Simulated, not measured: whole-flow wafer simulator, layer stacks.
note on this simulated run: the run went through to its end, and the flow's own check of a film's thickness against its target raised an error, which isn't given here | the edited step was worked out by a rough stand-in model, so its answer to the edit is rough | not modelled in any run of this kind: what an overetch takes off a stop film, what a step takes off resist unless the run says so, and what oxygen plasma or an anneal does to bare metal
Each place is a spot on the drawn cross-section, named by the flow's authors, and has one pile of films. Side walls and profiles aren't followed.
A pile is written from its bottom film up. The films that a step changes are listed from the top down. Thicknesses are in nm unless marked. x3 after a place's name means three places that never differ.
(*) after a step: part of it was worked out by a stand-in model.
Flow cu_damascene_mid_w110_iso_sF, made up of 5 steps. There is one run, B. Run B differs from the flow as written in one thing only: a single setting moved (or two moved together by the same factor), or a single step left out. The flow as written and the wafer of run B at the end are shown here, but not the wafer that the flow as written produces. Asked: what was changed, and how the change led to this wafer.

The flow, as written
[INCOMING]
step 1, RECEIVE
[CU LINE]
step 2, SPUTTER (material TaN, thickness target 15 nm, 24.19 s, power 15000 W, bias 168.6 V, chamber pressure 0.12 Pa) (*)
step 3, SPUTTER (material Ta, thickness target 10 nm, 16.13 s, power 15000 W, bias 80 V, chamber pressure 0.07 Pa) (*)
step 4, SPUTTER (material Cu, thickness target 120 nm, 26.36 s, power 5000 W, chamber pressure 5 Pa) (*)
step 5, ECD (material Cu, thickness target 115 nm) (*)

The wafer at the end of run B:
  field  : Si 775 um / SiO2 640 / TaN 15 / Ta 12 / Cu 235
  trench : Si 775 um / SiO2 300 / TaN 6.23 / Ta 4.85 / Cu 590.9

What caused this: step 3, SPUTTER: thickness target 12 nm was run, while the flow as written has thickness target 10 nm.
One can read it off the wafer: field has Ta 12, and step 3 as written asks for 10 nm.

Step by step, how the change led to this:
  step 3, SPUTTER (material Ta, thickness target 10 nm, 16.13 s, power 15000 W, bias 80 V, chamber pressure 0.07 Pa) (*)
      field: Ta gains 12 (new film) (it would be, as written: Ta gains 10 (new film))
      trench: Ta gains 4.85 (new film) (it would be, as written: Ta gains 4.05 (new film))
